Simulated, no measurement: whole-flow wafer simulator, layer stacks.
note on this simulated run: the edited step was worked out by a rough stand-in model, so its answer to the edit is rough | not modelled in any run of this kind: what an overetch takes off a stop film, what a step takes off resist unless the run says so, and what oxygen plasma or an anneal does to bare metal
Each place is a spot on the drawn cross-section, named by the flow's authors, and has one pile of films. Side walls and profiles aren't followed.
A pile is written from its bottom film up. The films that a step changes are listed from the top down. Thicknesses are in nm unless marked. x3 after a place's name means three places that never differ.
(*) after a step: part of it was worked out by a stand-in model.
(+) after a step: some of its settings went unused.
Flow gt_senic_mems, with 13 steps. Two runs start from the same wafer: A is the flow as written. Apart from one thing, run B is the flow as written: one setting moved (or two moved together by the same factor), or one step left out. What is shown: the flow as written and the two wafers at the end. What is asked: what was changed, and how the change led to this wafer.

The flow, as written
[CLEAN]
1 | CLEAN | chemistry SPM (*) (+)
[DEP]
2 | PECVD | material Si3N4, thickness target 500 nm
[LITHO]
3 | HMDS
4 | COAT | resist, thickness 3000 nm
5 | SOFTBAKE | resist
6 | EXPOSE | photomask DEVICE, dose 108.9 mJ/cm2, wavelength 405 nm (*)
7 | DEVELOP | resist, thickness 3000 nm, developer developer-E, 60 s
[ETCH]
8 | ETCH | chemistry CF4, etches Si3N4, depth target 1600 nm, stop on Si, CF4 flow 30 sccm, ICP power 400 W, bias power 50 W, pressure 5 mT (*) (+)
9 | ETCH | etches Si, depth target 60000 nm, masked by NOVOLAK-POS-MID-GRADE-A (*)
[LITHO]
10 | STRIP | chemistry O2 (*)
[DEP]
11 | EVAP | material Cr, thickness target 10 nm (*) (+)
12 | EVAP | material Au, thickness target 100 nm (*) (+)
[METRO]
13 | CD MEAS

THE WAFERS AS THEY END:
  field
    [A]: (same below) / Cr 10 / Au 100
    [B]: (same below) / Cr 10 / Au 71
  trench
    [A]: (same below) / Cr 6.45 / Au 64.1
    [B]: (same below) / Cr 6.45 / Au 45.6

What caused this: step 12, EVAP: thickness target 71 nm was run, though the flow has thickness target 100 nm.
The wafer lets one read it off: field has Au 71, and step 12 as written asks for 100 nm.

The path from the change to this, step by step:
  12 | EVAP | material Au, thickness target 100 nm (*) (+)
      field: A Au gains 100 (new film) | B Au gains 71 (new film)
      trench: A Au gains 64.1 (new film) | B Au gains 45.6 (new film)
